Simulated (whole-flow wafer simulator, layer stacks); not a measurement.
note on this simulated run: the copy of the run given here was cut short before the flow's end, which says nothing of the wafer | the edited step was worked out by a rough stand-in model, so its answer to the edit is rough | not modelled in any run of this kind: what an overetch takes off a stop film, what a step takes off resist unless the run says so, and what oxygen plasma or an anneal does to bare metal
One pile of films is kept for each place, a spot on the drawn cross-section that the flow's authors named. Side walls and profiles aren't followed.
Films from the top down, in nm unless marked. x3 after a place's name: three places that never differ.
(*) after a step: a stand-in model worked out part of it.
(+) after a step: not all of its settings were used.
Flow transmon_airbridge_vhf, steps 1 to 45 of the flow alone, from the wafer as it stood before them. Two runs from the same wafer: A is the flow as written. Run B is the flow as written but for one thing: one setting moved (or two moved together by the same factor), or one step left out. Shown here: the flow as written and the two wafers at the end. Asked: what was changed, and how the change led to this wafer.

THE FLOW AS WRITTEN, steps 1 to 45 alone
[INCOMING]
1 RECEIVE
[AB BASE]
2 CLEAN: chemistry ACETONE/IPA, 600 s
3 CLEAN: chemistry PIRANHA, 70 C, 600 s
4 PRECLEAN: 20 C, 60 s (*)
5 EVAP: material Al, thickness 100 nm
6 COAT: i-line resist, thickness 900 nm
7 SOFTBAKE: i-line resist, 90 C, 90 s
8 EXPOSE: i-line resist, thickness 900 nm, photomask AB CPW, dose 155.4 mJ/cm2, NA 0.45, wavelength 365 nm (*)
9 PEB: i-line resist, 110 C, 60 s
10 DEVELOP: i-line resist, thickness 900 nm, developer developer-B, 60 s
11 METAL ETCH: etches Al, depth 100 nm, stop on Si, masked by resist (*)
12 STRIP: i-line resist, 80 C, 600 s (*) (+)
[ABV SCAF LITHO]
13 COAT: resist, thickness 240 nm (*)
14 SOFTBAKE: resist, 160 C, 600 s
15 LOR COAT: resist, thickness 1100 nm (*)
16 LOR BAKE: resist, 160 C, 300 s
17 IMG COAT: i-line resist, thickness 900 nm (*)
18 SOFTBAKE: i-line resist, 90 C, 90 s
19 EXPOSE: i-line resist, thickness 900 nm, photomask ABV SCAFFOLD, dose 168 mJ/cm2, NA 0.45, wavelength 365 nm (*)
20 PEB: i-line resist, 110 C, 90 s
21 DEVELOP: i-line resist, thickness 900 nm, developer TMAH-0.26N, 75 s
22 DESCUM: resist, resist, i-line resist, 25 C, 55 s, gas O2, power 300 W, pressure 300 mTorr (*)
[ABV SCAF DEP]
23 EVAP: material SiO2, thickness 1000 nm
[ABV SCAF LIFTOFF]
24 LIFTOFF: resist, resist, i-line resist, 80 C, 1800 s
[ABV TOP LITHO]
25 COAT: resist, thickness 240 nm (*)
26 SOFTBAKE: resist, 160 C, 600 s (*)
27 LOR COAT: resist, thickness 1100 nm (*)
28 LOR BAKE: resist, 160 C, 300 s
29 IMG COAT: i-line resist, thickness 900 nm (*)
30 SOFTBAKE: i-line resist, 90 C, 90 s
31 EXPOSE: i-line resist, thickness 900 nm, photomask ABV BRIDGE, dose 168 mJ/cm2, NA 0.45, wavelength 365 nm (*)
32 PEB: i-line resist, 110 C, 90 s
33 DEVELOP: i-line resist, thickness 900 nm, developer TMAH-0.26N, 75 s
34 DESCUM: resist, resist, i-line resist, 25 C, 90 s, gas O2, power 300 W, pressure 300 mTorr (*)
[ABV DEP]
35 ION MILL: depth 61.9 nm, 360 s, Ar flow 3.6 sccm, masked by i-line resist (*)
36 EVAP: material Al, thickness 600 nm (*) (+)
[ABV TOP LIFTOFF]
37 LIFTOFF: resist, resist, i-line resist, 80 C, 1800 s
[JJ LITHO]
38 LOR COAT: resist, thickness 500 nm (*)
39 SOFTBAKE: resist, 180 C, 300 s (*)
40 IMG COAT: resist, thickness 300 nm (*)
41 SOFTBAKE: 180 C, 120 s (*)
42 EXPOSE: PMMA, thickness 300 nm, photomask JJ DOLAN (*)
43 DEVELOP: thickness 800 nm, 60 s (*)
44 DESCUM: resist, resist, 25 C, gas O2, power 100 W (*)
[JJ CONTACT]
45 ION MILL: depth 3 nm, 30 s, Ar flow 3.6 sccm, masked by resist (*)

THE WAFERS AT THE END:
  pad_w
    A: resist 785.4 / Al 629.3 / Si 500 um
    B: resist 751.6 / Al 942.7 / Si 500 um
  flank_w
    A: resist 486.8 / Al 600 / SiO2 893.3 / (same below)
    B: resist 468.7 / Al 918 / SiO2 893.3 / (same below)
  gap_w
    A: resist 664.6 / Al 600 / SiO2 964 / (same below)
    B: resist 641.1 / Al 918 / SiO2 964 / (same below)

The cause: step 36, EVAP: thickness 918 nm was run, where the flow has thickness 600 nm.
It can be read off the wafer: flank_w has Al 918, and step 36 as written asks for 600 nm.

How the change led to this, step by step:
  36 EVAP: material Al, thickness 600 nm (*) (+)
      field x3, jj_line, ground_far and 10 more: A Al +600 (new film) | B Al +918 (new film)
      pad_w, pad_e: A Al +591.2 | B Al +904.6
  37 LIFTOFF: resist, resist, i-line resist, 80 C, 1800 s
      field x3, jj_line, trace_open_s x2: A Al -600 (all of it), i-line resist -600 (all of it), resist -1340 (all of it) | B Al -918 (all of it), i-line resist -600 (all of it), resist -1340 (all of it)
      margin_s, margin_n: A Al -600 (all of it), i-line resist -318.3 (all of it), resist -992 (all of it) | B Al -918 (all of it), i-line resist -318.3 (all of it), resist -992 (all of it)
      (and at 1 more place)
  38 LOR COAT: resist, thickness 500 nm (*)
      pad_w, pad_e: A resist +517 (new film) | B resist +496.1 (new film)
      flank_w, flank_e: A resist +306.5 (new film) | B resist +298.6 (new film)
      (and at 6 more places)
  40 IMG COAT: resist, thickness 300 nm (*)
      pad_w, pad_e: A resist +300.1 | B resist +287.3
      flank_w, flank_e: A resist +212.1 | B resist +201.8
      (and at 6 more places)
